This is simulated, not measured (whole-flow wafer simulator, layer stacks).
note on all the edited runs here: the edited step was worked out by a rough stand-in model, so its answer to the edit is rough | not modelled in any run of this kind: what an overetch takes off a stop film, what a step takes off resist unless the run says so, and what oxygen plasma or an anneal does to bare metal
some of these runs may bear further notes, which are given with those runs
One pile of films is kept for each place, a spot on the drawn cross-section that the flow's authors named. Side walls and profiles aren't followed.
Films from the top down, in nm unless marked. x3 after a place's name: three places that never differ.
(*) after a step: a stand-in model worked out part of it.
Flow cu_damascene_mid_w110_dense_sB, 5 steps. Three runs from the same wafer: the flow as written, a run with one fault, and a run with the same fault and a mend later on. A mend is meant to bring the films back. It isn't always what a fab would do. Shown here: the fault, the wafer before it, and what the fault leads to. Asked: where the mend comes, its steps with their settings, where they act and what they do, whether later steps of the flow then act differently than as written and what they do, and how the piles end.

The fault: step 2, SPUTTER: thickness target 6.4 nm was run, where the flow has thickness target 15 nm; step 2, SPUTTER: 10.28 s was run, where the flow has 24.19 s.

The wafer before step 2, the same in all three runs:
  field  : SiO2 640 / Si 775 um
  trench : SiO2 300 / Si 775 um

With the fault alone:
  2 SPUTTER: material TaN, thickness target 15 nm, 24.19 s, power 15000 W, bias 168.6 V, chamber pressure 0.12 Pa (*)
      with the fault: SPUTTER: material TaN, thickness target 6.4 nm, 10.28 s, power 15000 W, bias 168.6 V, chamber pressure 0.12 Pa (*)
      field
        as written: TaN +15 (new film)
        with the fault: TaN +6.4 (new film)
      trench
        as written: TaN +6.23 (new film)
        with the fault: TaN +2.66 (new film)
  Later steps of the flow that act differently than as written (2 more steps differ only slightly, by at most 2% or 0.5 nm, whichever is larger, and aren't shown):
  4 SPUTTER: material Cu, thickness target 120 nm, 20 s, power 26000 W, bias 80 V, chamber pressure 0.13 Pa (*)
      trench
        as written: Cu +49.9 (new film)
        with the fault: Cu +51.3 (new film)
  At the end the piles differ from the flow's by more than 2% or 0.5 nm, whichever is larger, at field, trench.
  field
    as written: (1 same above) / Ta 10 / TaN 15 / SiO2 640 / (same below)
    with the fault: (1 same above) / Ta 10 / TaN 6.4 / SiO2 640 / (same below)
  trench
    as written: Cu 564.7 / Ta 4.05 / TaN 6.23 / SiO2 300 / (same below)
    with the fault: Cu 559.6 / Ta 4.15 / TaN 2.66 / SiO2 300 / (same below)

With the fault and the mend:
  The mend comes after step 2.
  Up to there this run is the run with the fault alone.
  2a SPUTTER: material TaN, thickness target 8.6 nm, 13.87 s, power 15000 W, bias 168.6 V, chamber pressure 0.12 Pa (*) (the flow's step 2 once more, with other settings)
      field
        TaN +8.6
      trench
        TaN +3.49
  No later step of the flow acts differently than as written, at any place that is followed, by more than 2% or 0.5 nm, whichever is larger.
  At the end the piles differ from the flow's only slightly at the places that both follow, by at most 2% or 0.5 nm, whichever is larger.
